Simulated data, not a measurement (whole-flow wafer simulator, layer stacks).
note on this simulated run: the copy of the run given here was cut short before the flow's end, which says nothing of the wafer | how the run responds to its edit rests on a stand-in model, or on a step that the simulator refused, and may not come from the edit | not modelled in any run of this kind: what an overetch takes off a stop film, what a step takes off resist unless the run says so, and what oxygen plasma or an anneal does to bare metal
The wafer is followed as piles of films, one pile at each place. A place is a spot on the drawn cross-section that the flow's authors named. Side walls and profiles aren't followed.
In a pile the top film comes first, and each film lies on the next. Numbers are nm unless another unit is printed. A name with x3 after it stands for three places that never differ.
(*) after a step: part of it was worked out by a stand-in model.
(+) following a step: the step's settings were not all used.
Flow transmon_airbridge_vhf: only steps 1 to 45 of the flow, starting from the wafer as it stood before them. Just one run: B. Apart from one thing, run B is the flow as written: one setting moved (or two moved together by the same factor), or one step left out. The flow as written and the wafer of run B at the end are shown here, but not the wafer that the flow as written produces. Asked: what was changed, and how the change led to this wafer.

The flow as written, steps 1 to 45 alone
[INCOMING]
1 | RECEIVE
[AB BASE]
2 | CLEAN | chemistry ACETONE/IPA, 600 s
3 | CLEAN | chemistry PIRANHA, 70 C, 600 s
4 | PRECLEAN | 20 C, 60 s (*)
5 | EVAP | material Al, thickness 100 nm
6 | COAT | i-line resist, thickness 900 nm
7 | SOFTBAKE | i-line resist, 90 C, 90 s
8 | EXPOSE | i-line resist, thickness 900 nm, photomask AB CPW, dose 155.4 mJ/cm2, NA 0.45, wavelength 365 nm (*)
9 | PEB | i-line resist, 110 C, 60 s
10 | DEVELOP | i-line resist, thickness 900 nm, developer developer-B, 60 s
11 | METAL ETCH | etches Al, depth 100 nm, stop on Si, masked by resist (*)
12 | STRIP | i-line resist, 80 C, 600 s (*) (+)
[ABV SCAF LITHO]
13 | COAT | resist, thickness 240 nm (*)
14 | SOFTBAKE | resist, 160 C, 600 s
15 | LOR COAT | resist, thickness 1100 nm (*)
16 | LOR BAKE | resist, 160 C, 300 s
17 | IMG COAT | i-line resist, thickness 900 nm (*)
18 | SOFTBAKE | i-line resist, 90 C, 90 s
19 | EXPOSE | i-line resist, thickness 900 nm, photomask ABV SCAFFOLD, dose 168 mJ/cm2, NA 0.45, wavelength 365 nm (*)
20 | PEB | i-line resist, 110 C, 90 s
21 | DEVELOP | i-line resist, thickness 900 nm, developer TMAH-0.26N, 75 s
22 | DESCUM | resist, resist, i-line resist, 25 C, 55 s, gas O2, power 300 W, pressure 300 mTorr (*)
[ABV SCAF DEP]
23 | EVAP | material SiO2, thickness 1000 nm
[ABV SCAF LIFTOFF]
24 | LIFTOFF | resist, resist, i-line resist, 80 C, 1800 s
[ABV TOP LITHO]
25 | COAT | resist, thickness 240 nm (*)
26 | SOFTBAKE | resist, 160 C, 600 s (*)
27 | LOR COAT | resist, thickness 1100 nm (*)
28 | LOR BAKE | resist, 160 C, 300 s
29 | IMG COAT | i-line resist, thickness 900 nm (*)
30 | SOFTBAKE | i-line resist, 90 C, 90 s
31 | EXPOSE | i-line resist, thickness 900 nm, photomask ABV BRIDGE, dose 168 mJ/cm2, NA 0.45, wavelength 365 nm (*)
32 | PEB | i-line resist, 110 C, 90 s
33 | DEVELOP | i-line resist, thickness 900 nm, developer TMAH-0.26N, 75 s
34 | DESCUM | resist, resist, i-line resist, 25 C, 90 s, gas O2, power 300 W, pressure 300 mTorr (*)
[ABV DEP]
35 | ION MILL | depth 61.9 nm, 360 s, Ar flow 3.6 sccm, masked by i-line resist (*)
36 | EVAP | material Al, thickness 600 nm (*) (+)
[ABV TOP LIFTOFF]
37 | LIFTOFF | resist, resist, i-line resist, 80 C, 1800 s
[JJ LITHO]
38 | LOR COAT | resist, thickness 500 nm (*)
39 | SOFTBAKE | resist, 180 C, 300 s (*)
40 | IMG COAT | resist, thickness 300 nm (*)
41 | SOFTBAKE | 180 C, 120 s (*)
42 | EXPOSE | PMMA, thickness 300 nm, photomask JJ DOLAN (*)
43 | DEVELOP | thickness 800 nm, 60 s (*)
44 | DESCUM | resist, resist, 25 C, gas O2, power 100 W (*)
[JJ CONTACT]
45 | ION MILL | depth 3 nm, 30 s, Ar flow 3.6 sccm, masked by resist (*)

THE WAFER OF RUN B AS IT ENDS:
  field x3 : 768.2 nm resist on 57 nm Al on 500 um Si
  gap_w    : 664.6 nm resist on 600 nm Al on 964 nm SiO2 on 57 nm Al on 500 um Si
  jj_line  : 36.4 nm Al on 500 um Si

The reason: step 5, EVAP: thickness 157 nm was run, while the flow as written has thickness 100 nm.

Step by step, how the change led to this:
  5 | EVAP | material Al, thickness 100 nm
      field x3, jj_line, ground_far and 12 more: Al gains 157 (new film) (as written it would have been: Al gains 100 (new film))
  11 | METAL ETCH | etches Al, depth 100 nm, stop on Si, masked by resist (*)
      field x3, jj_line, gap_w, gap_e: Al loses 100 (as written it would have been: Al loses 100 (all of it))
  45 | ION MILL | depth 3 nm, 30 s, Ar flow 3.6 sccm, masked by resist (*)
      jj_line: Al loses 20.6 (as written it would have been: Si loses 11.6)
If metal films that touch count as one body, field x3 has 1 body; the flow as written gives 0 bodies.
If metal films that touch count as one body, gap_w has 2 bodies (between them, from the top down: SiO2 964); the flow as written gives 1 body.
If metal films that touch count as one body, jj_line has 1 body; the flow as written gives 0 bodies.
